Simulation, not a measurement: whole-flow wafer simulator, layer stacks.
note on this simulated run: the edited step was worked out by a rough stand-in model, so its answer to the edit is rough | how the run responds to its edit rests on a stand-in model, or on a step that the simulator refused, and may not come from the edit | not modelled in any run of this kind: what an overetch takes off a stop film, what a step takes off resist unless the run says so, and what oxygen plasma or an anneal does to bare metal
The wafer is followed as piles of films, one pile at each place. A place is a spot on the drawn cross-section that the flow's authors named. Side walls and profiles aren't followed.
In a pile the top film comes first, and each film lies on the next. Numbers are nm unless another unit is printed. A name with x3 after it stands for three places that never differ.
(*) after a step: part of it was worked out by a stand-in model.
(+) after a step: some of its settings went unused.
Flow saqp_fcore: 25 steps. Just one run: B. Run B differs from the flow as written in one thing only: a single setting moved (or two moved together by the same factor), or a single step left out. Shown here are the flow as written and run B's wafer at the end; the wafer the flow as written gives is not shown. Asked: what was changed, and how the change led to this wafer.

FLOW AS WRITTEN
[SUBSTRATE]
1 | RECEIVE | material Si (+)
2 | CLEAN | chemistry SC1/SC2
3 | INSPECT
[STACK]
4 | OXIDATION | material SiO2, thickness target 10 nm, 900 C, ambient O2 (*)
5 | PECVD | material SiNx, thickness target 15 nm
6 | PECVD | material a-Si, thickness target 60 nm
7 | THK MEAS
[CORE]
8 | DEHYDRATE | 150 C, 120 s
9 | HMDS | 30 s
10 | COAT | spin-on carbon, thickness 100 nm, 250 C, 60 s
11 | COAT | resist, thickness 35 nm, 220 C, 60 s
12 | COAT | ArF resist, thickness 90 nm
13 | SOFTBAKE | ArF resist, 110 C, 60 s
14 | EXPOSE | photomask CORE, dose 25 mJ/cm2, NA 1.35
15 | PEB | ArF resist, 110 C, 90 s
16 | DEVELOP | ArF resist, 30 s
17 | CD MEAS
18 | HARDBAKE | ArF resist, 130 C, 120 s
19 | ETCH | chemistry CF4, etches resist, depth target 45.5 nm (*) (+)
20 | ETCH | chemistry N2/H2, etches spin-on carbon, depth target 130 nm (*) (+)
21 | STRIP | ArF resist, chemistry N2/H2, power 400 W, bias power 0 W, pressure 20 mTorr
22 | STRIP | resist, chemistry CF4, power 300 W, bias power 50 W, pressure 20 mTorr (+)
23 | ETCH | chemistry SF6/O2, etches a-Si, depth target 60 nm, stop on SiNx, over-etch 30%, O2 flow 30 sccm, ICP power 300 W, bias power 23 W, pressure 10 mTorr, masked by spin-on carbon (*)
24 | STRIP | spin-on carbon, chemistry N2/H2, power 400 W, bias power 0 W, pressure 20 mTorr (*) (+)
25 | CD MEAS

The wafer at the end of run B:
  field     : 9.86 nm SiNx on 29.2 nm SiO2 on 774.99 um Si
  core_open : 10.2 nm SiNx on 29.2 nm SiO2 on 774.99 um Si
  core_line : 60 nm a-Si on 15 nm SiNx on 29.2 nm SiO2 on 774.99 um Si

The reason: step 4, OXIDATION: 1012 C was run, though the flow has 900 C.

Step by step, how the change led to this:
  4 | OXIDATION | material SiO2, thickness target 10 nm, 900 C, ambient O2 (*)
      field, core_open, core_line: SiO2 gains 29.2 (new film), chemical SiO2 loses 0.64 (all of it), Si loses 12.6 (in the flow as written it would be: SiO2 gains 10 (new film), chemical SiO2 loses 0.64 (all of it), Si loses 4.12)
